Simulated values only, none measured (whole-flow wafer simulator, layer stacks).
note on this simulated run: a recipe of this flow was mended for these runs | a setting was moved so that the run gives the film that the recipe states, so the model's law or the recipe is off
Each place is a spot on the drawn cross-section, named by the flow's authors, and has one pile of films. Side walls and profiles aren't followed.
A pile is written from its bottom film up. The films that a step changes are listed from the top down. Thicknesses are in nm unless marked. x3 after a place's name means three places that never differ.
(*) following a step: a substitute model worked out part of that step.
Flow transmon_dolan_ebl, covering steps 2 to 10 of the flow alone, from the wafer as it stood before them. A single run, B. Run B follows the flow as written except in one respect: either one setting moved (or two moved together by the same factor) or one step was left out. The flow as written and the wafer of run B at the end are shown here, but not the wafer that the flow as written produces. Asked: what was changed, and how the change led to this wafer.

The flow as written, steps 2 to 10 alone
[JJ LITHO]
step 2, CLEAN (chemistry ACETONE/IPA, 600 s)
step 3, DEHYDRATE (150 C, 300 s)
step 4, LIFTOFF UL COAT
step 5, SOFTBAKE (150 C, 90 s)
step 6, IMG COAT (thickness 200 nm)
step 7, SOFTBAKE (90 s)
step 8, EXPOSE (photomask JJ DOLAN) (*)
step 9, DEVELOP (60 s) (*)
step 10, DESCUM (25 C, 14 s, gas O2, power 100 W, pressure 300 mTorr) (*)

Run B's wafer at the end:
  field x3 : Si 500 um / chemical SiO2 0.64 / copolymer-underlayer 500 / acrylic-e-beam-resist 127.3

The reason: step 6, IMG COAT: thickness 142 nm was run, while the flow as written has thickness 200 nm.

How this came from the change, step by step:
  step 6, IMG COAT (thickness 200 nm)
      field x3, jj_line: +142 acrylic-e-beam-resist (new film) (as written it would have been: +200 acrylic-e-beam-resist (new film))
  step 9, DEVELOP (60 s) (*)
      jj_line: -142 acrylic-e-beam-resist (all of it), -500 copolymer-underlayer (all of it) (as written it would have been: -200 acrylic-e-beam-resist (all of it), -500 copolymer-underlayer (all of it))
